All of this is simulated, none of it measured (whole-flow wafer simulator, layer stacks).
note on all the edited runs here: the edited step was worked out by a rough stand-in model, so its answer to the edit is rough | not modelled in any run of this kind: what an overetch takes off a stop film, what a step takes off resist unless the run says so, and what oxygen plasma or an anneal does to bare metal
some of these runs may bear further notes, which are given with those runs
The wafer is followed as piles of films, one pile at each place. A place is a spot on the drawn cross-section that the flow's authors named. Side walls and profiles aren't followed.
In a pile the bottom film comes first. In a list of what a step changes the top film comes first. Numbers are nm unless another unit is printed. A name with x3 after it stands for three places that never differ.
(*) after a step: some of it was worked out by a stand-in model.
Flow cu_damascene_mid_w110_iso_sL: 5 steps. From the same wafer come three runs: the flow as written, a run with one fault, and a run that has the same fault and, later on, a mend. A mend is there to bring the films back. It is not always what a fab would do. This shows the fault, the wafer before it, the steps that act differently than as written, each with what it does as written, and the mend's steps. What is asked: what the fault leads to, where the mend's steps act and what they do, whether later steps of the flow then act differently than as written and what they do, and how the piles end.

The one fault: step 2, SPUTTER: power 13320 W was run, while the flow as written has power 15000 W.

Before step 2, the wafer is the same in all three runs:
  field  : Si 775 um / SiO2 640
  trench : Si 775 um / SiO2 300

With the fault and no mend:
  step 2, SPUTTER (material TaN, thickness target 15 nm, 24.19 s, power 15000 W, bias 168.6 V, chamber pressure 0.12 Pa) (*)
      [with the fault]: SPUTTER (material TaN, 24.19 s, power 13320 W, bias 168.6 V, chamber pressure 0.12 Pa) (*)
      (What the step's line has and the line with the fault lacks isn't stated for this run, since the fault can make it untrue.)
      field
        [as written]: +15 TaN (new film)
        [with the fault]: +13.3 TaN (new film)
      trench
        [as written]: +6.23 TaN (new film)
        [with the fault]: +5.53 TaN (new film)
  Every later step of the flow that is run acts as written, at every place that is followed, to within 2% or 0.5 nm, whichever is larger.
  The piles end different from the flow's at field, trench by more than 2% or 0.5 nm, whichever is larger.
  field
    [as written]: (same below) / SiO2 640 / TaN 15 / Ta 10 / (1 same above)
    [with the fault]: (same below) / SiO2 640 / TaN 13.3 / Ta 10 / (1 same above)
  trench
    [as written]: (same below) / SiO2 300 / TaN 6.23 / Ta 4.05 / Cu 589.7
    [with the fault]: (same below) / SiO2 300 / TaN 5.53 / Ta 4.07 / Cu 588.7

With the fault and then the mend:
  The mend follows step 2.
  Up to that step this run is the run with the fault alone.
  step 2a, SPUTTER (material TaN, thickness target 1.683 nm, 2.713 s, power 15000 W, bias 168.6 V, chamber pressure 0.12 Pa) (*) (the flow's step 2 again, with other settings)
      field
        +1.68 TaN
      trench
        +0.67 TaN
  Every later step of the flow that is run acts as written at every place that is followed.
  When the end is reached, the piles differ only a little from the flow's at the places that both follow, at most by 2% or 0.5 nm, whichever is larger.
